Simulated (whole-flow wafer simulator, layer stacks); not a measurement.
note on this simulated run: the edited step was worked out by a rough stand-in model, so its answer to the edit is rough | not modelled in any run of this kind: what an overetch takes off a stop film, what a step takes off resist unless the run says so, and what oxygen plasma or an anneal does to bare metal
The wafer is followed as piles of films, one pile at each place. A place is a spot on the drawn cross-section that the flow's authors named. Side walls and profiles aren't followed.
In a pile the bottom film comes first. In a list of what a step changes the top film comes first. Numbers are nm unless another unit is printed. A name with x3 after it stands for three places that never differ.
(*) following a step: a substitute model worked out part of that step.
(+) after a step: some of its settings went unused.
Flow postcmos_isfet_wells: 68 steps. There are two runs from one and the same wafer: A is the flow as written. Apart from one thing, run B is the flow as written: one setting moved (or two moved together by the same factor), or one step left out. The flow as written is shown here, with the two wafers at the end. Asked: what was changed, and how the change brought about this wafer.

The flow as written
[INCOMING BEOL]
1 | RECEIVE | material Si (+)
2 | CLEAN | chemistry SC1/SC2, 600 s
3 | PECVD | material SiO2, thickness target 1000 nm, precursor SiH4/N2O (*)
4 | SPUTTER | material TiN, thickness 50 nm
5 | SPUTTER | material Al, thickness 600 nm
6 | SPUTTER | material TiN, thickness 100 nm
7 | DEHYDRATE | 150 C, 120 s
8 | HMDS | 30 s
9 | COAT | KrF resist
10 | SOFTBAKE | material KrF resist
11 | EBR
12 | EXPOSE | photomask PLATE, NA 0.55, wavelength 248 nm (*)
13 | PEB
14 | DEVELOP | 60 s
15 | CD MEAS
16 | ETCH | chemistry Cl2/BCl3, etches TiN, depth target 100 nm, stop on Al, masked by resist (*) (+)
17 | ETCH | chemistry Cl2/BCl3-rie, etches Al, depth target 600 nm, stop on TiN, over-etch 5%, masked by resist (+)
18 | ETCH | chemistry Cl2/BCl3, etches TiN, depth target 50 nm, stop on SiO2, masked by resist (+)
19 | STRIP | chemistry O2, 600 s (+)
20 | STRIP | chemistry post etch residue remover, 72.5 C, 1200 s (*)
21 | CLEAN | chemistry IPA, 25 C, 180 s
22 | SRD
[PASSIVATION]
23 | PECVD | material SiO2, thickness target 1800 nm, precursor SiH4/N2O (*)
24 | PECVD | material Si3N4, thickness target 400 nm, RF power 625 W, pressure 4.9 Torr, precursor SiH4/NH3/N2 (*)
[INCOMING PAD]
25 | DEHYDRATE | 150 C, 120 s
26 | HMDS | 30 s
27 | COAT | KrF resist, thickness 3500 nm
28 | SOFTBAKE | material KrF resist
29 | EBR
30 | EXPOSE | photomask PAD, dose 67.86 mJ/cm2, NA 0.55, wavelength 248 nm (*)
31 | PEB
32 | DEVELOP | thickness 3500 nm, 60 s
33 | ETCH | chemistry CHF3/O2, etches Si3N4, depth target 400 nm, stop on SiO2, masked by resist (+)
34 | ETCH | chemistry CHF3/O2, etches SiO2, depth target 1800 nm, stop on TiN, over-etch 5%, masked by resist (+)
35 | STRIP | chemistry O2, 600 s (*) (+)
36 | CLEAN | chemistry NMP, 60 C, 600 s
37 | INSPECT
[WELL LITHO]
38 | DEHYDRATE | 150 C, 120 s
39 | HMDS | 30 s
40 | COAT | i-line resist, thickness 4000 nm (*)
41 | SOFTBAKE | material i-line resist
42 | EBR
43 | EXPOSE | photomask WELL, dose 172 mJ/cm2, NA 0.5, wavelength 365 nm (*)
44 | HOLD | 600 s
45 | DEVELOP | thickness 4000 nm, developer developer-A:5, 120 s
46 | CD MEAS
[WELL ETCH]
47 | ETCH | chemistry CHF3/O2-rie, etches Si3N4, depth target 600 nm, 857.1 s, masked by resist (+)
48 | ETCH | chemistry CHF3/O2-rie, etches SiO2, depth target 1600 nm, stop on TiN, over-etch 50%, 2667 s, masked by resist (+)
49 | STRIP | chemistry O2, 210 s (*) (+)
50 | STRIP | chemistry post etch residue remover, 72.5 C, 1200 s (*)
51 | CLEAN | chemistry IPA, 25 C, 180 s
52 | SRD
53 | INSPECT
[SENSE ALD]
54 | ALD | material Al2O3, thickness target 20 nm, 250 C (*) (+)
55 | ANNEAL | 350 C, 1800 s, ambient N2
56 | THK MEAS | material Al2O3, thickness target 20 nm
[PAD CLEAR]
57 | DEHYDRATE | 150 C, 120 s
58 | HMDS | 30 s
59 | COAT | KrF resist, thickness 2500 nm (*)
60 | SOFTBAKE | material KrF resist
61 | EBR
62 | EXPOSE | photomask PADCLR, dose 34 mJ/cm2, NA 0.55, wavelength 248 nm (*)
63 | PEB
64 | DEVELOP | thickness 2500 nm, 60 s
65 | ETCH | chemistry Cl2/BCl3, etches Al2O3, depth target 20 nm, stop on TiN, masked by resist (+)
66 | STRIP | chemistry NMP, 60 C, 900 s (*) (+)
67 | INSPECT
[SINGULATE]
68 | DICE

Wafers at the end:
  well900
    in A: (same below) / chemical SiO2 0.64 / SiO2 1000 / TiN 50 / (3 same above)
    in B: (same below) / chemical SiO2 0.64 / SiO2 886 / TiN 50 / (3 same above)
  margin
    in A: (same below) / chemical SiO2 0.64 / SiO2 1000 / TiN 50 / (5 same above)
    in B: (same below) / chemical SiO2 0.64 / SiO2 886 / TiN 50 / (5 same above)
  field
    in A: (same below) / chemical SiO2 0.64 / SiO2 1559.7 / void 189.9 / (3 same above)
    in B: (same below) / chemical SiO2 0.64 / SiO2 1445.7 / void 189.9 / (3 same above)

What caused this: step 3, PECVD: thickness target 886 nm was run, while the flow as written has thickness target 1000 nm.
The wafer lets one read it off: well900 has SiO2 886, and step 3 as written asks for 1000 nm.

How this came from the change, step by step:
  3 | PECVD | material SiO2, thickness target 1000 nm, precursor SiH4/N2O (*)
      field, margin, well900, well1300 x3, pad_rim, pad_clr, pad_open: A SiO2 gains 1000 (new film) | B SiO2 gains 886 (new film)
